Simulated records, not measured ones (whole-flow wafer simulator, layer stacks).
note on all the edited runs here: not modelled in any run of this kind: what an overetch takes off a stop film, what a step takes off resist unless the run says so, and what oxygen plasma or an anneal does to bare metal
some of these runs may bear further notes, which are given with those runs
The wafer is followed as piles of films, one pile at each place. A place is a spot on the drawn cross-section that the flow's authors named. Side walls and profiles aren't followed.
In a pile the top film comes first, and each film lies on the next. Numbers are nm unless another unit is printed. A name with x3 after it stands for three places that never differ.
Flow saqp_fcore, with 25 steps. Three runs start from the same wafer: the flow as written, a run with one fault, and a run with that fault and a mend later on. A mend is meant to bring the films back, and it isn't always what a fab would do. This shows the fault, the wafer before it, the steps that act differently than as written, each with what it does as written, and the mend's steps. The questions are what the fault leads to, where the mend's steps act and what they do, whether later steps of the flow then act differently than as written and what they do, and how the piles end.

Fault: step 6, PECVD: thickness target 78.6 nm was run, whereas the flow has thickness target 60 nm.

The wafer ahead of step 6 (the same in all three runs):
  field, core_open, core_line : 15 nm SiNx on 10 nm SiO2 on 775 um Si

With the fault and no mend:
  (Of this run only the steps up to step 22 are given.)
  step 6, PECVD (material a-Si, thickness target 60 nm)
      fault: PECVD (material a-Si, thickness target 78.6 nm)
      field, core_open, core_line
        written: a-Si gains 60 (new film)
        fault: a-Si gains 78.6 (new film)
  Every later step of the flow up to step 22 that is run acts as written at every place that is followed.
  The piles after step 22 differ from the flow's at field, core_open, core_line by more than 2% or 0.5 nm, whichever is larger.
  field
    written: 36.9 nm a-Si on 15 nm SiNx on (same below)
    fault: 55.5 nm a-Si on 15 nm SiNx on (same below)
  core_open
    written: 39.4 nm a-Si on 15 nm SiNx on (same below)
    fault: 58 nm a-Si on 15 nm SiNx on (same below)
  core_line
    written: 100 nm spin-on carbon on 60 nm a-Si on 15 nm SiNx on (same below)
    fault: 100 nm spin-on carbon on 78.6 nm a-Si on 15 nm SiNx on (same below)

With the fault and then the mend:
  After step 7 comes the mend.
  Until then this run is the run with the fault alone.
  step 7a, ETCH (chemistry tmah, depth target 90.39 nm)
      field, core_open, core_line
        a-Si loses 78.6 (all of it)
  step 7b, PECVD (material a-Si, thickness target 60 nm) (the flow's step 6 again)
      field, core_open, core_line
        a-Si gains 60 (new film)
  Every later step of the flow that is run acts as written at every place that is followed.
  By the end, the piles equal the flow's at every place that both follow.
